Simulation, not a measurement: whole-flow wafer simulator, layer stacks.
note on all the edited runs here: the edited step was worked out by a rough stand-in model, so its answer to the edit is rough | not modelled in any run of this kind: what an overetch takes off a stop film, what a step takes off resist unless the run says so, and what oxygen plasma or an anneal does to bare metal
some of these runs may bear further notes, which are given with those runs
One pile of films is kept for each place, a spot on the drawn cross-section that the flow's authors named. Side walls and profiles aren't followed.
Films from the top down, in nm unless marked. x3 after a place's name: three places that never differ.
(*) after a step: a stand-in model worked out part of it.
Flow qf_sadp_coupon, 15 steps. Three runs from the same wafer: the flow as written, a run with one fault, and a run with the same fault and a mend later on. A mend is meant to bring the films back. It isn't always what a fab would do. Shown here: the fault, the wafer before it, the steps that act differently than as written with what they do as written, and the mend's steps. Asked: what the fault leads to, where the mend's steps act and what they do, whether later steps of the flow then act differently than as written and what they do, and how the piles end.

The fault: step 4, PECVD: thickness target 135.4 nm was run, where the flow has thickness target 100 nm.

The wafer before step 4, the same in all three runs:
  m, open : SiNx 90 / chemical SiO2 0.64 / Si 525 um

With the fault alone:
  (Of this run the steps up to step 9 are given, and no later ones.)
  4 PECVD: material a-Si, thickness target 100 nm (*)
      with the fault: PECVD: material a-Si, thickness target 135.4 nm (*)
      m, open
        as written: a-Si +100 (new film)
        with the fault: a-Si +135.4 (new film)
  No later step of the flow up to step 9 acts differently than as written at any place that is followed.
  After step 9 the piles differ from the flow's by more than 2% or 0.5 nm, whichever is larger, at m, open.
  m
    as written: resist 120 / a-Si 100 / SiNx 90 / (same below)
    with the fault: resist 120 / a-Si 135.4 / SiNx 90 / (same below)
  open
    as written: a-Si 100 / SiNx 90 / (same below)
    with the fault: a-Si 135.4 / SiNx 90 / (same below)

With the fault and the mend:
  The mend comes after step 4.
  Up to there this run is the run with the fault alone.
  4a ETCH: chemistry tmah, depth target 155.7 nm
      m, open
        a-Si -135.4 (all of it)
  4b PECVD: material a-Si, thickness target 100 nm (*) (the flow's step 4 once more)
      m, open
        a-Si +100 (new film)
  No later step of the flow acts differently than as written at any place that is followed.
  At the end the piles are the same as the flow's at every place that both follow.
